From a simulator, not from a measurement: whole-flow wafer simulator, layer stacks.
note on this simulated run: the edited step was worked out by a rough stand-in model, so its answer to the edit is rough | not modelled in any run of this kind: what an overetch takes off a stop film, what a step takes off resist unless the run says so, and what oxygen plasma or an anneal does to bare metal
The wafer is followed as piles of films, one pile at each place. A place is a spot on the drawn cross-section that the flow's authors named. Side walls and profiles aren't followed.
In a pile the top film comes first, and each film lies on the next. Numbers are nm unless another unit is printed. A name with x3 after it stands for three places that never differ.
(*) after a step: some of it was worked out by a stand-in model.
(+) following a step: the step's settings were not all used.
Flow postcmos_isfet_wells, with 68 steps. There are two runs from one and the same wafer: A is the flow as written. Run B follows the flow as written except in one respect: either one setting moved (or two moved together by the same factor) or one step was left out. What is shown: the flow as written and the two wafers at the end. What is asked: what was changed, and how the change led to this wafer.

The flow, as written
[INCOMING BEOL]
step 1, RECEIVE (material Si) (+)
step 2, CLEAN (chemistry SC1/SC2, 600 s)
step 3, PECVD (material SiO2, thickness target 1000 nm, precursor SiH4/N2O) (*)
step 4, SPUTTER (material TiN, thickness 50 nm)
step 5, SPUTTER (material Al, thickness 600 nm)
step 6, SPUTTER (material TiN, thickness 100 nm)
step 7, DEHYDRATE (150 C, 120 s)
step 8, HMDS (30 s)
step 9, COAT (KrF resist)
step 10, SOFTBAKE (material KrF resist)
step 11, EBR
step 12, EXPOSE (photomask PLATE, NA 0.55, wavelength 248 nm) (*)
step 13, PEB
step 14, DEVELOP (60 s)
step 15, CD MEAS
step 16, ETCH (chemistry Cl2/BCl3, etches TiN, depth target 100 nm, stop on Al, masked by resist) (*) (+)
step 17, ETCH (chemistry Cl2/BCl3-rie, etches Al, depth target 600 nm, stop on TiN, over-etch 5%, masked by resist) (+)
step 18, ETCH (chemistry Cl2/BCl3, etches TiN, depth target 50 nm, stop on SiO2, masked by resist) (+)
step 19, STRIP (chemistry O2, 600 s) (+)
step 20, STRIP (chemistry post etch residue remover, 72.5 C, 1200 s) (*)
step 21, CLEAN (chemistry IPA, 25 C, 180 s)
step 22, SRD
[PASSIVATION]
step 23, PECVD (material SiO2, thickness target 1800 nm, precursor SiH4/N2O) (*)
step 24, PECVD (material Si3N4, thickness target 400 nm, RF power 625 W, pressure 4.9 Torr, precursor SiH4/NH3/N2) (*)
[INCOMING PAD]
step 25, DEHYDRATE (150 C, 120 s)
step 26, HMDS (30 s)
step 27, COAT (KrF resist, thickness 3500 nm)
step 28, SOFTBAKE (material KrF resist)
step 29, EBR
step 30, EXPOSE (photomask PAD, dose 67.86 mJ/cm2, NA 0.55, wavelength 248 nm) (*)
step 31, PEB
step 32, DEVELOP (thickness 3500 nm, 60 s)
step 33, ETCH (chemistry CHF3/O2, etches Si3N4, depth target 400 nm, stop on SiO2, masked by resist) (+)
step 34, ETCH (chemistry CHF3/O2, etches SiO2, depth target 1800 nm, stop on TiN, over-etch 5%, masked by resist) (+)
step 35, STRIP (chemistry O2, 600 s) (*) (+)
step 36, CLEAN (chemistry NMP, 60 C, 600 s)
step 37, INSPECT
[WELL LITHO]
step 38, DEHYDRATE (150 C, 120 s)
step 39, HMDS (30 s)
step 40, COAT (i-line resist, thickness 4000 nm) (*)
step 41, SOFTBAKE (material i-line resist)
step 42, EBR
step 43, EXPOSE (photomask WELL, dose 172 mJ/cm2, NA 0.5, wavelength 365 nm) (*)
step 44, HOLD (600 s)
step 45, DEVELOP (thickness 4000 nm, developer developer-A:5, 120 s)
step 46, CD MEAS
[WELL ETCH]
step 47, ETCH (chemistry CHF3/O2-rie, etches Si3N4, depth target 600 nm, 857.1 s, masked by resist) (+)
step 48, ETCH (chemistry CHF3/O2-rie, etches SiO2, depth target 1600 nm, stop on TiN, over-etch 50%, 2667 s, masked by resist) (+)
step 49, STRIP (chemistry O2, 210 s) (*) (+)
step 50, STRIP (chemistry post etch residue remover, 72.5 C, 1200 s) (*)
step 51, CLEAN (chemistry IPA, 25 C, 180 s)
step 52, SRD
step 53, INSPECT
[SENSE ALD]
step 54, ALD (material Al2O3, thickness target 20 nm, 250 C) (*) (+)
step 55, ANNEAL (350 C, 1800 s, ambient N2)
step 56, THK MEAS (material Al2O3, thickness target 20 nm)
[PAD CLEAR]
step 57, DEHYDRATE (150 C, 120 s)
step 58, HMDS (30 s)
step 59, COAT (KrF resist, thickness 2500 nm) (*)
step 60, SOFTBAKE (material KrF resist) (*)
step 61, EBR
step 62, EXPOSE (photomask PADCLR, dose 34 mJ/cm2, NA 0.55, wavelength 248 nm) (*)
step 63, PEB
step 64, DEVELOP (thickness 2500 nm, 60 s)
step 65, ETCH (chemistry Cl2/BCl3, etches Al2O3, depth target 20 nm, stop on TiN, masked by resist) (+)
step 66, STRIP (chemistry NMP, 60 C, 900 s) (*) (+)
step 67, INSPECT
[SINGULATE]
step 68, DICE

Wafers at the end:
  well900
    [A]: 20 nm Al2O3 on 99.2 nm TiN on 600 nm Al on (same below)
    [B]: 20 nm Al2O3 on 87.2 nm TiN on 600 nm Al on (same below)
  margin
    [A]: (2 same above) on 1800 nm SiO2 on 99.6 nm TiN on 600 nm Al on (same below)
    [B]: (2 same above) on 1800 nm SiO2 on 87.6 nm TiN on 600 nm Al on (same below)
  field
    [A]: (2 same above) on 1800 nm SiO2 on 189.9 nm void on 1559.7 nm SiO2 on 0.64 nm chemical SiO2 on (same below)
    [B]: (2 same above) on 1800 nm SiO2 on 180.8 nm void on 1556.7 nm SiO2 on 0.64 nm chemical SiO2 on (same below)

The reason: step 6, SPUTTER: thickness 88 nm was run, though the flow has thickness 100 nm; step 16, ETCH: depth target 88 nm was run, where the flow has depth target 100 nm.

The path from the change to this, step by step:
  step 6, SPUTTER (material TiN, thickness 100 nm)
      field, margin, well900 and 6 more: A +100 TiN (new film) | B +88 TiN (new film)
  step 16, ETCH (chemistry Cl2/BCl3, etches TiN, depth target 100 nm, stop on Al, masked by resist) (*) (+)
      margin, well900, well1300, well2000, well3000, pad_rim, pad_clr, pad_open: A -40 KrF resist | B -35.2 KrF resist
      field: A -100 TiN (all of it) | B -88 TiN (all of it)
  step 23, PECVD (material SiO2, thickness target 1800 nm, precursor SiH4/N2O) (*)
      field: A +1800 SiO2 (new film), +189.9 void (new film), +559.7 SiO2 | B +1800 SiO2 (new film), +180.8 void (new film), +556.7 SiO2
